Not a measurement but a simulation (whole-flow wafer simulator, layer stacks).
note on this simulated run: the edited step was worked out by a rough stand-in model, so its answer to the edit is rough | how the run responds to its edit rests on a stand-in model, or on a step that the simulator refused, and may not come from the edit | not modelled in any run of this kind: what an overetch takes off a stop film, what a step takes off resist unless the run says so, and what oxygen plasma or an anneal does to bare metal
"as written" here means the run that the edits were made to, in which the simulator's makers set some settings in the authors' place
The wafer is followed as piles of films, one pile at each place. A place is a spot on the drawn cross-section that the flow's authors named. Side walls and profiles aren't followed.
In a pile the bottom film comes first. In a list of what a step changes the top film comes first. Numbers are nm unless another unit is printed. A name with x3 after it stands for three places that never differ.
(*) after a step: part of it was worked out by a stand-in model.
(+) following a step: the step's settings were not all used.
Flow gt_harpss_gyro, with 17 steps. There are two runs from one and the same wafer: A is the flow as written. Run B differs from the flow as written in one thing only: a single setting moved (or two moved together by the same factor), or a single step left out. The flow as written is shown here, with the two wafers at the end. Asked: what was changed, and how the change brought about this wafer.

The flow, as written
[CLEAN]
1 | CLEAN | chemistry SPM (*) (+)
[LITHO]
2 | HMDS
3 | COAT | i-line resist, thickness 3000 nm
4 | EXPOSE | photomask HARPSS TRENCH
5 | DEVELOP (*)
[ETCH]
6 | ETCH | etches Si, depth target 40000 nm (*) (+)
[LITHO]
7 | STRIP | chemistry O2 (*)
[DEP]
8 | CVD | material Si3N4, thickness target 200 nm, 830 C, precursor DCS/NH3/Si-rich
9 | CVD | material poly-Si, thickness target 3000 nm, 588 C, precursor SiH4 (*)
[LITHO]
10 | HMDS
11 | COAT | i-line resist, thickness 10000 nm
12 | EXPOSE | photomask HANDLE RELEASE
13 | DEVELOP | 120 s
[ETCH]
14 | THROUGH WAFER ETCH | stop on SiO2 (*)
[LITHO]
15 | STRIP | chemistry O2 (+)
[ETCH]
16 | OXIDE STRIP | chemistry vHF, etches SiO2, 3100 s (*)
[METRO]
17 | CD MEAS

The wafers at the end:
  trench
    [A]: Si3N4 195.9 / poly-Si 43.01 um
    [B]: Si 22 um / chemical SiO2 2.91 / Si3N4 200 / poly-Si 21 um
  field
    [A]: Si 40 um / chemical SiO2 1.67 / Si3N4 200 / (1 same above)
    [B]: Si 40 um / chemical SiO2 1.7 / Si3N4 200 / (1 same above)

Cause: step 6, ETCH: depth target 18000 nm was run, while the flow as written has depth target 40000 nm.

The path from the change to this, step by step:
  6 | ETCH | etches Si, depth target 40000 nm (*) (+)
      trench: A chemical SiO2 loses 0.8 (all of it), Si loses 40 um (all of it) | B chemical SiO2 loses 0.8 (all of it), Si loses 18 um
      field: A i-line resist loses 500 | B i-line resist loses 225
  7 | STRIP | chemistry O2 (*)
      trench: A nothing | B chemical SiO2 gains 2.91 (new film), Si loses 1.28
      field: A i-line resist loses 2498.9 (all of it), chemical SiO2 gains 0.87, Si loses 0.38 | B i-line resist loses 2773.9 (all of it), chemical SiO2 gains 0.9, Si loses 0.4
  8 | CVD | material Si3N4, thickness target 200 nm, 830 C, precursor DCS/NH3/Si-rich
      trench: A Si3N4 gains 195.9 (new film) | B Si3N4 gains 200 (new film)
  9 | CVD | material poly-Si, thickness target 3000 nm, 588 C, precursor SiH4 (*)
      trench: A poly-Si gains 43.01 um (new film) | B poly-Si gains 21 um (new film)
